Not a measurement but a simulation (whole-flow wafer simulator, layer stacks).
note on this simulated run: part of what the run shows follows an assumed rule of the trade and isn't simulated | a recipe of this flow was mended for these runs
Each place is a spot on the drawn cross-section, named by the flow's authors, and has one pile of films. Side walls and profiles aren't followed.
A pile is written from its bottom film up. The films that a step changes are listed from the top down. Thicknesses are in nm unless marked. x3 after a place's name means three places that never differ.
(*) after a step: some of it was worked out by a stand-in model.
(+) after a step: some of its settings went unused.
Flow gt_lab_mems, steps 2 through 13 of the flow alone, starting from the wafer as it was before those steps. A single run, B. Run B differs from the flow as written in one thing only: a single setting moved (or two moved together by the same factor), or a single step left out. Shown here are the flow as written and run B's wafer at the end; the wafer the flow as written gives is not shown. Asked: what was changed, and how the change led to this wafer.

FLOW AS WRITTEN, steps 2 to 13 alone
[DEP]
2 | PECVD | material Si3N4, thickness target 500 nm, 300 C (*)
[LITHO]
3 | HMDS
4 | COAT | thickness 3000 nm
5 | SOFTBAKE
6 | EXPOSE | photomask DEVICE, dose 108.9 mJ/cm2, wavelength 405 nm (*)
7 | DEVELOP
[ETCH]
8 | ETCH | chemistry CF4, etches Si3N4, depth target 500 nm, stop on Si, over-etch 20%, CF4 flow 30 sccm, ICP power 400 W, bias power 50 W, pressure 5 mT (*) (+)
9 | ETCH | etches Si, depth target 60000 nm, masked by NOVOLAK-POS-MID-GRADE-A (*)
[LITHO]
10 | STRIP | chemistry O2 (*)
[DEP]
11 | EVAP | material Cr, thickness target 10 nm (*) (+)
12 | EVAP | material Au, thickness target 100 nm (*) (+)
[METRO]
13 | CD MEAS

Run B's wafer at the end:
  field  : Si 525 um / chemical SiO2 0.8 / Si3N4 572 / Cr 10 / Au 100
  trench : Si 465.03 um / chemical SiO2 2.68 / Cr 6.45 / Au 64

What caused this: step 2, PECVD: thickness target 572 nm was run, while the flow as written has thickness target 500 nm.
The wafer lets one read it off: field has Si3N4 572, and step 2 as written asks for 500 nm.

How this came from the change, step by step:
  2 | PECVD | material Si3N4, thickness target 500 nm, 300 C (*)
      field, trench: Si3N4 gains 572 (new film) (in the flow as written it would be: Si3N4 gains 500 (new film))
  8 | ETCH | chemistry CF4, etches Si3N4, depth target 500 nm, stop on Si, over-etch 20%, CF4 flow 30 sccm, ICP power 400 W, bias power 50 W, pressure 5 mT (*) (+)
      trench: Si3N4 loses 572 (all of it), chemical SiO2 loses 0.8 (all of it), Si loses 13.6 (in the flow as written it would be: Si3N4 loses 500 (all of it), chemical SiO2 loses 0.8 (all of it), Si loses 49.6)
